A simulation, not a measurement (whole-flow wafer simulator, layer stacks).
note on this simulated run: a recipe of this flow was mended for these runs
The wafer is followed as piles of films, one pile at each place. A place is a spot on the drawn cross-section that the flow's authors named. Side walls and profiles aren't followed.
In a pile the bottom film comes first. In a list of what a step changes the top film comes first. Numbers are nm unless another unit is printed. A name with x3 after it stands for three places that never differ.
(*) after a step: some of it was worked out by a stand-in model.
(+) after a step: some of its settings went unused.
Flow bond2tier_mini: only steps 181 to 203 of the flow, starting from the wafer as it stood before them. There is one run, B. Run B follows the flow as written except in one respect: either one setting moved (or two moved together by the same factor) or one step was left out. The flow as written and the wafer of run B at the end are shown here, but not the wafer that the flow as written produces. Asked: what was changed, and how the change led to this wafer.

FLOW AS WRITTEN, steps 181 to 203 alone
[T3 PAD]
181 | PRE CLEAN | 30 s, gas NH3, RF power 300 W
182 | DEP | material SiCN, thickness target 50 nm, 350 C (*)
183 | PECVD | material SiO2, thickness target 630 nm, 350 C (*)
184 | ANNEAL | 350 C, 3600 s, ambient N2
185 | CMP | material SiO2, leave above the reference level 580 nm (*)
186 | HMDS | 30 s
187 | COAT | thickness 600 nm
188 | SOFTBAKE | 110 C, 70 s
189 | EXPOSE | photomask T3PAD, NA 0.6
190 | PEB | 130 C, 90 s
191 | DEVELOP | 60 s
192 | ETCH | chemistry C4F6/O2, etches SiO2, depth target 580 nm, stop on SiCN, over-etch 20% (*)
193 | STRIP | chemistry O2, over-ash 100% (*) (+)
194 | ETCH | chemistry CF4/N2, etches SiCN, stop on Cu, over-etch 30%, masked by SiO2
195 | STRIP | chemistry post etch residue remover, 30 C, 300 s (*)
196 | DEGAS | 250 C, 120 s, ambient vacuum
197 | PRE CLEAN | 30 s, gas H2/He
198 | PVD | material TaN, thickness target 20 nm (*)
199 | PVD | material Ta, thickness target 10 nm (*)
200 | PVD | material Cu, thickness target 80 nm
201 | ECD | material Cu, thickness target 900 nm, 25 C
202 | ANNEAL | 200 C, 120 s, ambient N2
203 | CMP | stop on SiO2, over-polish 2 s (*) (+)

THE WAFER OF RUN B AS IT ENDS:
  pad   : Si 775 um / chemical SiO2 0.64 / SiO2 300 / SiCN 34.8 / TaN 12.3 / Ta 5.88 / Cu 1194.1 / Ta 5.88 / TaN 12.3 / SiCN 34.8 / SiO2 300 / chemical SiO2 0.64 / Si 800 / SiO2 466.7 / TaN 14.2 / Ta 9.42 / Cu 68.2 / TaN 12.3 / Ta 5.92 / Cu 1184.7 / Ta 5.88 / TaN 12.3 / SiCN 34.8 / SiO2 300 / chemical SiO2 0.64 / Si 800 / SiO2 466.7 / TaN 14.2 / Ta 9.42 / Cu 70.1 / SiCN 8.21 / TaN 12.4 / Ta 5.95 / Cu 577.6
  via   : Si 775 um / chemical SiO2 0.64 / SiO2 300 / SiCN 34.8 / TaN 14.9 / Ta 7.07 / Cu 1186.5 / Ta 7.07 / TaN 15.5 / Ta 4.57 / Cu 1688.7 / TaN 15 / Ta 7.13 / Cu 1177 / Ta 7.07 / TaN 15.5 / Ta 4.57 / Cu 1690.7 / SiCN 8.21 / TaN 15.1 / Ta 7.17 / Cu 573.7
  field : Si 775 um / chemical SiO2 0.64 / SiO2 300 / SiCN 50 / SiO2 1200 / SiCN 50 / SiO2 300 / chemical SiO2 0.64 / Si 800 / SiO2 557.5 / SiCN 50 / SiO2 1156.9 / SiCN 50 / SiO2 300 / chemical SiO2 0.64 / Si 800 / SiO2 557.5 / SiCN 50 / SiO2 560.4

Cause: step 192, ETCH: over-etch 8.25% was run, while the flow as written has over-etch 20%; step 194, ETCH: over-etch 12.4% was run, where the flow has over-etch 30%.

How this came from the change, step by step:
  192 | ETCH | chemistry C4F6/O2, etches SiO2, depth target 580 nm, stop on SiCN, over-etch 20% (*)
      pad, via: SiO2 loses 580 (all of it), SiCN loses 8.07 (as written it would have been: SiO2 loses 580 (all of it), SiCN loses 19.6)
      field: thick-KrF-resist loses 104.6 (as written it would have been: thick-KrF-resist loses 116)
  193 | STRIP | chemistry O2, over-ash 100% (*) (+)
      field: thick-KrF-resist loses 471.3 (all of it) (as written it would have been: thick-KrF-resist loses 459.9 (all of it))
  194 | ETCH | chemistry CF4/N2, etches SiCN, stop on Cu, over-etch 30%, masked by SiO2
      pad, via: SiCN loses 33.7 (as written it would have been: SiCN loses 30.4 (all of it), Cu loses 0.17)
      field: SiO2 loses 22.5 (as written it would have been: SiO2 loses 26)
  195 | STRIP | chemistry post etch residue remover, 30 C, 300 s (*)
      pad, via: nothing (as written it would have been: Cu loses 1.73)
With metal films that touch counted as one body, pad has 4 bodies (between them, from the top down: SiCN 8.21; SiO2 466.7 / Si 800 / chemical SiO2 0.64 / SiO2 300 / SiCN 34.8; SiO2 466.7 / Si 800 / chemical SiO2 0.64 / SiO2 300 / SiCN 34.8); the flow as written gives 3 bodies (between them, from the top down: SiO2 466.7 / Si 800 / chemical SiO2 0.64 / SiO2 300 / SiCN 34.8; SiO2 466.7 / Si 800 / chemical SiO2 0.64 / SiO2 300 / SiCN 34.8).
With metal films that touch counted as one body, via has 2 bodies (between them, from the top down: SiCN 8.21); the flow as written gives 1 body.
